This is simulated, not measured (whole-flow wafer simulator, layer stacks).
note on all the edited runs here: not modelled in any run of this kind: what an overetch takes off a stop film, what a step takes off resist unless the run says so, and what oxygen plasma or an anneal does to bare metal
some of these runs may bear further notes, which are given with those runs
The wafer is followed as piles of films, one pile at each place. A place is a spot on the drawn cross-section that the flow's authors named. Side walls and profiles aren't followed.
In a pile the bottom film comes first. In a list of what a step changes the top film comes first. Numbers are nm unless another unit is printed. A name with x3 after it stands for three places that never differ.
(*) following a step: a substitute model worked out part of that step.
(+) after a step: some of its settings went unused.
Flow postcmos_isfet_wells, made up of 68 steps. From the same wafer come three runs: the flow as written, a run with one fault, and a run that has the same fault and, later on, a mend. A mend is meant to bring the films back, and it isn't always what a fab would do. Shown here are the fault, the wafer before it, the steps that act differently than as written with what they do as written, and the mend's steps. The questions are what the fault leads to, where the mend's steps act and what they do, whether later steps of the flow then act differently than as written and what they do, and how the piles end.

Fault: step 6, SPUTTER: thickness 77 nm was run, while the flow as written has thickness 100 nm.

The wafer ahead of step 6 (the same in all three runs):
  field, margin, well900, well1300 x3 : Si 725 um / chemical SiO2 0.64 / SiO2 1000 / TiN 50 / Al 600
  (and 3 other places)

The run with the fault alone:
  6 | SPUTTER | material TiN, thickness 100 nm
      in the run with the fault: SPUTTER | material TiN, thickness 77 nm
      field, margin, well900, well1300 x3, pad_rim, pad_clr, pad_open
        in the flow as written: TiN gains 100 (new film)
        in the run with the fault: TiN gains 77 (new film)
  Later steps of the flow acting differently than as written:
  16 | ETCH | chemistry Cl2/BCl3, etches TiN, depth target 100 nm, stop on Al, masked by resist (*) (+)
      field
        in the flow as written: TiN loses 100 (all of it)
        in the run with the fault: TiN loses 77 (all of it)
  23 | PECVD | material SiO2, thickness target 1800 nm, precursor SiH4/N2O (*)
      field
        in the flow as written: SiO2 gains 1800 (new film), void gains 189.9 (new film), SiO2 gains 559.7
        in the run with the fault: SiO2 gains 1800 (new film), void gains 172.6 (new film), SiO2 gains 554
  The piles end different from the flow's at field, margin, well900, well1300 x3, pad_rim, pad_clr, pad_open by more than 2% or 0.5 nm, whichever is larger.
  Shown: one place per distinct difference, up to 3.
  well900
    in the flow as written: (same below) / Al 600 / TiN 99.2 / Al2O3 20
    in the run with the fault: (same below) / Al 600 / TiN 76.2 / Al2O3 20
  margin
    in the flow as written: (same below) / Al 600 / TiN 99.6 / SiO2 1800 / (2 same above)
    in the run with the fault: (same below) / Al 600 / TiN 76.6 / SiO2 1800 / (2 same above)
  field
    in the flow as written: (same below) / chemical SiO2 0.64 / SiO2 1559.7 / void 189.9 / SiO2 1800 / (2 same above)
    in the run with the fault: (same below) / chemical SiO2 0.64 / SiO2 1554 / void 172.6 / SiO2 1800 / (2 same above)

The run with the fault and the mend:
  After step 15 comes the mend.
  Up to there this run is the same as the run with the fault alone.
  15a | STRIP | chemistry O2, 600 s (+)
      margin, well900, well1300 x3, pad_rim, pad_clr, pad_open
        KrF resist loses 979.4 (all of it)
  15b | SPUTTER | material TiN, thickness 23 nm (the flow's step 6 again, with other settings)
      field, margin, well900, well1300 x3, pad_rim, pad_clr, pad_open
        TiN gains 23
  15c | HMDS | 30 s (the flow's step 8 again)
      does not change any film at any place that is followed
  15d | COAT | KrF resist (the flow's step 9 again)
      field, margin, well900, well1300 x3, pad_rim, pad_clr, pad_open
        KrF resist gains 1000 (new film)
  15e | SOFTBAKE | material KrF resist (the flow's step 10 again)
      does not change any film at any place that is followed
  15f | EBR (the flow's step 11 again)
      does not change any film at any place that is followed
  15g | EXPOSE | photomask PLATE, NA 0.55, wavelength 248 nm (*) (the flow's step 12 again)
      does not change any film at any place that is followed
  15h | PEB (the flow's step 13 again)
      field, margin, well900, well1300 x3, pad_rim, pad_clr, pad_open
        KrF resist loses 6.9
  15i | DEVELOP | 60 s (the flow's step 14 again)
      margin, well900, well1300 x3, pad_rim, pad_clr, pad_open
        KrF resist loses 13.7
      field
        KrF resist loses 993.1 (all of it)
  Later steps of the flow that are run all act as written at every place that is followed.
  By the end, the piles equal the flow's at every place that both follow.
